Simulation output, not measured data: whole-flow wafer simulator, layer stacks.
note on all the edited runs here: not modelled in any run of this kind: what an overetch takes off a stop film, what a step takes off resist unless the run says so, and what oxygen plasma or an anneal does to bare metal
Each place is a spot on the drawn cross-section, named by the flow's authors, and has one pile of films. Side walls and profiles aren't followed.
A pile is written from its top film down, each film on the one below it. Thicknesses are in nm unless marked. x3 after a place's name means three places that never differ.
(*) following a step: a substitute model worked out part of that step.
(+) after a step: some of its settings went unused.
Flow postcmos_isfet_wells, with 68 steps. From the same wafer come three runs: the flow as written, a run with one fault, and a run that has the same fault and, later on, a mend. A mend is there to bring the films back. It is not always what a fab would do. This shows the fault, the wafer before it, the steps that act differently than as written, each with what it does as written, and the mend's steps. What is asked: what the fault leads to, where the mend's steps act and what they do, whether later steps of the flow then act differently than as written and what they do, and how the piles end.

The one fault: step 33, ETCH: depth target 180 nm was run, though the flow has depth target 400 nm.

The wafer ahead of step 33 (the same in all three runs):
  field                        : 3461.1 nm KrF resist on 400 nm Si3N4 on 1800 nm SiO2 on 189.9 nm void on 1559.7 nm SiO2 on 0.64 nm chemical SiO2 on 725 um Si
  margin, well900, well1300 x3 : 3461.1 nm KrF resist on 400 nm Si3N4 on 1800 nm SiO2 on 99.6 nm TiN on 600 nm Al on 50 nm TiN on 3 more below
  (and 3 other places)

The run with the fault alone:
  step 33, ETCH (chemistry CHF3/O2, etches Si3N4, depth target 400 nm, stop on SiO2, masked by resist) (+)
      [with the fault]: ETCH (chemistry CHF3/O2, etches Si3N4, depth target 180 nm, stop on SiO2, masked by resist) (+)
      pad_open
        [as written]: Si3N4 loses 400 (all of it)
        [with the fault]: Si3N4 loses 180
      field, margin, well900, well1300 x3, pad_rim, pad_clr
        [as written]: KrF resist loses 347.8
        [with the fault]: KrF resist loses 156.5
  Steps later in the flow that act otherwise than as written (2 more steps, not shown, differ only slightly: by at most 2% or 0.5 nm, whichever is larger):
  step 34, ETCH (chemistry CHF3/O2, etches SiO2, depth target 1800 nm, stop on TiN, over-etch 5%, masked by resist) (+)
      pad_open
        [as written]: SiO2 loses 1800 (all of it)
        [with the fault]: Si3N4 loses 220 (all of it), SiO2 loses 1569
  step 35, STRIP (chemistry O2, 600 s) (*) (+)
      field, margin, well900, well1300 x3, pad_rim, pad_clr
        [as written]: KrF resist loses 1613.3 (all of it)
        [with the fault]: KrF resist loses 1804.6 (all of it)
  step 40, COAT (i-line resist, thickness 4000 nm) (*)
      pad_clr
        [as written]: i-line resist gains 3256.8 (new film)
        [with the fault]: i-line resist gains 3329.1 (new film)
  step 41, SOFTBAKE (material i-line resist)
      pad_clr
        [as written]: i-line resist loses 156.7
        [with the fault]: i-line resist loses 133.8
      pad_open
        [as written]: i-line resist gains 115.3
        [with the fault]: i-line resist gains 105
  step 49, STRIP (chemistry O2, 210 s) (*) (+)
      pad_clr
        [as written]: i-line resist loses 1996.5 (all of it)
        [with the fault]: i-line resist loses 2091.6 (all of it)
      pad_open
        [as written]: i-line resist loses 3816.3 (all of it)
        [with the fault]: i-line resist loses 3723.1 (all of it)
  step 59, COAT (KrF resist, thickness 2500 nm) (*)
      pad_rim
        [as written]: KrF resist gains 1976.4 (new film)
        [with the fault]: KrF resist gains 2029 (new film)
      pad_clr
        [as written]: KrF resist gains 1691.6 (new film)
        [with the fault]: KrF resist gains 1769.3 (new film)
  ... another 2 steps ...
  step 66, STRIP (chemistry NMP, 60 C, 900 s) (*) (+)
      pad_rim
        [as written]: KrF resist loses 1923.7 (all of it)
        [with the fault]: KrF resist loses 1975.8 (all of it)
  By the end, the piles at pad_open depart from the flow's by more than 2% or 0.5 nm, whichever is larger.
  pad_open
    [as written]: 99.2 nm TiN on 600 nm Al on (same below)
    [with the fault]: 231 nm SiO2 on 99.6 nm TiN on 600 nm Al on (same below)

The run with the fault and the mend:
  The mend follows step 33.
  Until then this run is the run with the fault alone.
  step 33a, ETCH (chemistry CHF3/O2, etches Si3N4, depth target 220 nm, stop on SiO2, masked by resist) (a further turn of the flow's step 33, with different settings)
      field, margin, well900, well1300 x3, pad_rim, pad_clr
        KrF resist loses 191.3
      pad_open
        Si3N4 loses 220 (all of it)
  Every later step of the flow that is run acts as written at every place that is followed.
  The piles end the same as the flow's at every place that both follow.
